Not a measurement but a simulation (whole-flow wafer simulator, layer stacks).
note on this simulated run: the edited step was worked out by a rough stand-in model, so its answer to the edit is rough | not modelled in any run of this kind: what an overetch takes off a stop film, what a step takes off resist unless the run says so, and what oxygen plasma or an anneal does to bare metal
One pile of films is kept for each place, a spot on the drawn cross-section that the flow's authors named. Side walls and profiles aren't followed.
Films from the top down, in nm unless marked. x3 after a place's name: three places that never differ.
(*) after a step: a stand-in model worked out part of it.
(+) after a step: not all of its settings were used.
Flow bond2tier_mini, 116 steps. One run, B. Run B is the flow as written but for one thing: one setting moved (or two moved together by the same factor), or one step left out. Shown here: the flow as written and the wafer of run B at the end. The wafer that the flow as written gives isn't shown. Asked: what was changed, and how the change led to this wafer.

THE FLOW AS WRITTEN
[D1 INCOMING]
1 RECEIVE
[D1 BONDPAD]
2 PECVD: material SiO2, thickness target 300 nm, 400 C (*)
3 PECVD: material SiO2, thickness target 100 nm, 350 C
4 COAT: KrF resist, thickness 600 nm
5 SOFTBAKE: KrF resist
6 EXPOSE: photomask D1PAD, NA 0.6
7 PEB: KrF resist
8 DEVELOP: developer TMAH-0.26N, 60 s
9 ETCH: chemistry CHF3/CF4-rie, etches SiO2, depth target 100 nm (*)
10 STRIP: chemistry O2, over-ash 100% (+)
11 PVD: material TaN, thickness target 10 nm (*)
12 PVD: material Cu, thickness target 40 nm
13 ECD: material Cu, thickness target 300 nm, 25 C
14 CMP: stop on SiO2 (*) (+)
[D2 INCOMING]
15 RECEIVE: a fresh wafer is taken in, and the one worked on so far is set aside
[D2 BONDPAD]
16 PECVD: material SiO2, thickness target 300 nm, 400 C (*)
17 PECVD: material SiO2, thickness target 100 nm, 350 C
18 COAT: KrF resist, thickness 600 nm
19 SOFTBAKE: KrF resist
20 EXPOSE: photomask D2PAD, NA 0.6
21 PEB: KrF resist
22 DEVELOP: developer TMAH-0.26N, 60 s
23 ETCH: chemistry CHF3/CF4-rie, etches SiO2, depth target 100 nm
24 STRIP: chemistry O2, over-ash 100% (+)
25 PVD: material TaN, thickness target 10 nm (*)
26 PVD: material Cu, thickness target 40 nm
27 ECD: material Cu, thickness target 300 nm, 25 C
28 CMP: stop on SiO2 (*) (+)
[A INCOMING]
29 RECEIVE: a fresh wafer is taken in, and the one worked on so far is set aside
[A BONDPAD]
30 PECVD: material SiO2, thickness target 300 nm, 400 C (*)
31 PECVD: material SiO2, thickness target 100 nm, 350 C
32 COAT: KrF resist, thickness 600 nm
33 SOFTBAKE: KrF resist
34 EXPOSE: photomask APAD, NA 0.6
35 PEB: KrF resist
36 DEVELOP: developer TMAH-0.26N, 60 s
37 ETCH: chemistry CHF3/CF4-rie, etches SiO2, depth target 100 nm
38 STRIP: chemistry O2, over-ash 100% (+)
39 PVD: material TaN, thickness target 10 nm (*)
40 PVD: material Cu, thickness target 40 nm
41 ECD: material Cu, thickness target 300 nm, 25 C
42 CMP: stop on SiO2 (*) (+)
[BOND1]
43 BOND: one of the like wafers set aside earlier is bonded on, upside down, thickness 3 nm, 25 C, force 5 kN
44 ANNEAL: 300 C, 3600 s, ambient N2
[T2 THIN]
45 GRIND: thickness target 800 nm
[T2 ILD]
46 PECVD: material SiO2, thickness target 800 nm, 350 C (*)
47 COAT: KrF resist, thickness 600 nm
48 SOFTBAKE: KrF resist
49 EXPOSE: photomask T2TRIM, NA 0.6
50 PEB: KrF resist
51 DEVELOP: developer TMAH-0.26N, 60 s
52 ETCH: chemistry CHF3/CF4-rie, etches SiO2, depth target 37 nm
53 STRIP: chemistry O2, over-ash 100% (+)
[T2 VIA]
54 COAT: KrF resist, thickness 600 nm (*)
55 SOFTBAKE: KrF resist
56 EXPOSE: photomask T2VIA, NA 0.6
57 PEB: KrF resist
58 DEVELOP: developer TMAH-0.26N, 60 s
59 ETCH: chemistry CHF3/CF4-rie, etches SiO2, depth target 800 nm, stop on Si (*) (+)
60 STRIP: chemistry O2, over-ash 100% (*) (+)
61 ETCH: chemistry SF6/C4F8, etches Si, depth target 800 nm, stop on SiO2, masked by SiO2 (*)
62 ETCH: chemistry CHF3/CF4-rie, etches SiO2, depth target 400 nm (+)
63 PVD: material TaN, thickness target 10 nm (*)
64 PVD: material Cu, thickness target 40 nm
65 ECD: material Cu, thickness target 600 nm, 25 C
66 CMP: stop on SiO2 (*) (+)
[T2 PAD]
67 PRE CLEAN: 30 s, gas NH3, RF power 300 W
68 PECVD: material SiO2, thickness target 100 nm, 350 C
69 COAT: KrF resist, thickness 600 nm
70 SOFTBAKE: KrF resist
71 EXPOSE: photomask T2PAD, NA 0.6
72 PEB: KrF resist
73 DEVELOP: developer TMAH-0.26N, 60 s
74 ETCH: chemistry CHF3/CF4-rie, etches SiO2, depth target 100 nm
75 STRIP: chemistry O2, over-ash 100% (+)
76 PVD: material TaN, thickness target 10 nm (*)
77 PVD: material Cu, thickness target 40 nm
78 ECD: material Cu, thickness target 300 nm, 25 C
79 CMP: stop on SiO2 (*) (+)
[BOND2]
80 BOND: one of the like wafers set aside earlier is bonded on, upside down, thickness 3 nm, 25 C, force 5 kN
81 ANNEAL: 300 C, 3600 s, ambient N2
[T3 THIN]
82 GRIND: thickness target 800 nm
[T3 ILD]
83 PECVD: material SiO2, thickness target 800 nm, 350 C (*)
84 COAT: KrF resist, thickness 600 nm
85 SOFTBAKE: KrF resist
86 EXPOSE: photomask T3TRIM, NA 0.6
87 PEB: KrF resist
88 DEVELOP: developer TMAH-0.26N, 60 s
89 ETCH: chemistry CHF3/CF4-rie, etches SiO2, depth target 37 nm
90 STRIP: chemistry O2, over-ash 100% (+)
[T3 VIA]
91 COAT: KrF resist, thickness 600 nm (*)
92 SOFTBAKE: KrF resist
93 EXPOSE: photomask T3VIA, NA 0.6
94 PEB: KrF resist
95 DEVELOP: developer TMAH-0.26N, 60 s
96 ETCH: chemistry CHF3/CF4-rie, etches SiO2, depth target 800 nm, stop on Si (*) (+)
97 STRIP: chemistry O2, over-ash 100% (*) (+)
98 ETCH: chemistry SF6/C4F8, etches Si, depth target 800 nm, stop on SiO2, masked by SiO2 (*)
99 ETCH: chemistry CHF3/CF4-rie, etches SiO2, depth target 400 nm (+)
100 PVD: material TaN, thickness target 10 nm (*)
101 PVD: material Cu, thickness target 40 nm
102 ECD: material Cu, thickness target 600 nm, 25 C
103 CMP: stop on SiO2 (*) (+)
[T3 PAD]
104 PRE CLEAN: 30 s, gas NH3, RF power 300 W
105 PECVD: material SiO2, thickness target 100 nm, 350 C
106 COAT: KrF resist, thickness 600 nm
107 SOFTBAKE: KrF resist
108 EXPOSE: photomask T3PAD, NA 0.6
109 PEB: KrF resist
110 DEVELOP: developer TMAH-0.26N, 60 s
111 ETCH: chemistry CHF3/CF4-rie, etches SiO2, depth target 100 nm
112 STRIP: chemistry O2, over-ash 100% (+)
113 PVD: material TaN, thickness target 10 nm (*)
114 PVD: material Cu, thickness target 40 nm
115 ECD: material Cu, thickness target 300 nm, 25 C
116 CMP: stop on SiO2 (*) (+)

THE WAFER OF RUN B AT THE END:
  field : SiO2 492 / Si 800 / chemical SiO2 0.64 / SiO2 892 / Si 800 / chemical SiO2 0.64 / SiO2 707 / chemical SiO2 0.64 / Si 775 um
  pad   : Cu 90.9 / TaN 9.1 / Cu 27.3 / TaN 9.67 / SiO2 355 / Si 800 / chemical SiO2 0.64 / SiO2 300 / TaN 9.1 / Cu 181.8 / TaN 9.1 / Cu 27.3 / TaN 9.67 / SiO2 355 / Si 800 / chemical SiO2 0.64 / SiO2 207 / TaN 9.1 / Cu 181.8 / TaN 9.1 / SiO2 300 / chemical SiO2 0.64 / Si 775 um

The cause: step 2, PECVD: thickness target 207 nm was run, where the flow has thickness target 300 nm.
It can be read off the wafer: pad has SiO2 207, and step 2 as written asks for 300 nm.

How the change led to this, step by step:
  2 PECVD: material SiO2, thickness target 300 nm, 400 C (*)
      field, pad, via: SiO2 +207 (new film) (as written it would be: SiO2 +300 (new film))
  43 BOND: one of the like wafers set aside earlier is bonded on, upside down, thickness 3 nm, 25 C, force 5 kN
      field: Si +775 um (new film), chemical SiO2 +0.64 (new film), SiO2 +307 (as written it would be: Si +775 um (new film), chemical SiO2 +0.64 (new film), SiO2 +400)
      pad: Si +775 um (new film), chemical SiO2 +0.64 (new film), SiO2 +207 (new film), TaN +9.1 (new film), Cu +90.9 (as written it would be: Si +775 um (new film), chemical SiO2 +0.64 (new film), SiO2 +300 (new film), TaN +9.1 (new film), Cu +90.9)
      (and at 1 more place)
